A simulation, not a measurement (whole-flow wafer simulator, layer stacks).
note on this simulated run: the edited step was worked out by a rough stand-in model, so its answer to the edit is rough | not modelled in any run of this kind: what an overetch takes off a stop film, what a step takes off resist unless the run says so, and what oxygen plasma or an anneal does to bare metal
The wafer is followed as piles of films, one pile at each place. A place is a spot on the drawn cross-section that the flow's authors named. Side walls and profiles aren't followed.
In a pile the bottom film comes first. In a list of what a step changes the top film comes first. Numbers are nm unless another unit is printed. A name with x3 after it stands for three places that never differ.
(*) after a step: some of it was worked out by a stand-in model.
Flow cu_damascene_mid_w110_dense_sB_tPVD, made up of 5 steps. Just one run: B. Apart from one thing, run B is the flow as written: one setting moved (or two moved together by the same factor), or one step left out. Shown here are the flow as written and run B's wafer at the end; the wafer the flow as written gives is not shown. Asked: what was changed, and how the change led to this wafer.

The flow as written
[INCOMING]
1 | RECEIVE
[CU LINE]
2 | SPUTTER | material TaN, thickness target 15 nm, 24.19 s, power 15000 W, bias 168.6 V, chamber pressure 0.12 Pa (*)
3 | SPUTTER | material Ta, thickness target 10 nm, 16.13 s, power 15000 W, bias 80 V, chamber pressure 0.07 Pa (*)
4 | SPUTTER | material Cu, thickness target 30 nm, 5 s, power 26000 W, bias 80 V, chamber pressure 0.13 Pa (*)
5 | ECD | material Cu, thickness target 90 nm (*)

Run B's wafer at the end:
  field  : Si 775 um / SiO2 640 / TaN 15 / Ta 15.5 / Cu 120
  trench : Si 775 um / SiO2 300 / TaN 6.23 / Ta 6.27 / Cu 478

Cause: step 3, SPUTTER: thickness target 15.5 nm was run, though the flow has thickness target 10 nm.
One can read it off the wafer: field has Ta 15.5, and step 3 as written asks for 10 nm.

How this came from the change, step by step:
  3 | SPUTTER | material Ta, thickness target 10 nm, 16.13 s, power 15000 W, bias 80 V, chamber pressure 0.07 Pa (*)
      field: +15.5 Ta (new film) (as written it would have been: +10 Ta (new film))
      trench: +6.27 Ta (new film) (as written it would have been: +4.05 Ta (new film))
